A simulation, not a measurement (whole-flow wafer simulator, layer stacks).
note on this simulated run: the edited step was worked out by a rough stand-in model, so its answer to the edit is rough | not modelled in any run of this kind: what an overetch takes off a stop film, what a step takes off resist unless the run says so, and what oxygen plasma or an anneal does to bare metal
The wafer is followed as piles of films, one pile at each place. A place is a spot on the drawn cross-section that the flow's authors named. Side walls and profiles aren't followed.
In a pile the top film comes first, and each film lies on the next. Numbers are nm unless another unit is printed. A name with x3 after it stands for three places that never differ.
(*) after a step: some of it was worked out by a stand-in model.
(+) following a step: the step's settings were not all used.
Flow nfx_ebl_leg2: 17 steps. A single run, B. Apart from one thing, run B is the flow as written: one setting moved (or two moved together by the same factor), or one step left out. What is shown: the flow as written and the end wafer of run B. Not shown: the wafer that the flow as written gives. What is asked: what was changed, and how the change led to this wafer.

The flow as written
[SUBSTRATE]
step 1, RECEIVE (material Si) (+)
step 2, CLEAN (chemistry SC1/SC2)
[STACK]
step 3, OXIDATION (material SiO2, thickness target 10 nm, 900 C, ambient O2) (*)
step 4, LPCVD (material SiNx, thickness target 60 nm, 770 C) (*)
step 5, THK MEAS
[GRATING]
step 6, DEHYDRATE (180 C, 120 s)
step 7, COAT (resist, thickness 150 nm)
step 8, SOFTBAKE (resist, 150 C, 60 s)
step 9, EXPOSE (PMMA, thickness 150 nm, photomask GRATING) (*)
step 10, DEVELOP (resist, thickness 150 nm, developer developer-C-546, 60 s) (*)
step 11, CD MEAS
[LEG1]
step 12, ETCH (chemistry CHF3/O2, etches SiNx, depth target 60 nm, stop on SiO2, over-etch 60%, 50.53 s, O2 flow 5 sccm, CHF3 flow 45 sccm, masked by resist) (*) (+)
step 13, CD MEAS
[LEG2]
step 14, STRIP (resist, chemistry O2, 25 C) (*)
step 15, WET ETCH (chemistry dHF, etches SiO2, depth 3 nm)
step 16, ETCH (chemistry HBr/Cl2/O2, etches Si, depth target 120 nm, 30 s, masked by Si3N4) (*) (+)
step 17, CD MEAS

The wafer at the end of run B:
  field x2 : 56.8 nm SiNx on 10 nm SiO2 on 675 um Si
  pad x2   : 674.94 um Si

Cause: step 16, ETCH: depth target 57 nm was run, though the flow has depth target 120 nm; step 16, ETCH: 14.2 s was run, where the flow has 30 s.

The path from the change to this, step by step:
  step 16, ETCH (chemistry HBr/Cl2/O2, etches Si, depth target 120 nm, 30 s, masked by Si3N4) (*) (+)
      field x2: SiNx loses 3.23 (as written it would have been: SiNx loses 6.82)
      pad x2: Si loses 57 (as written it would have been: Si loses 120)
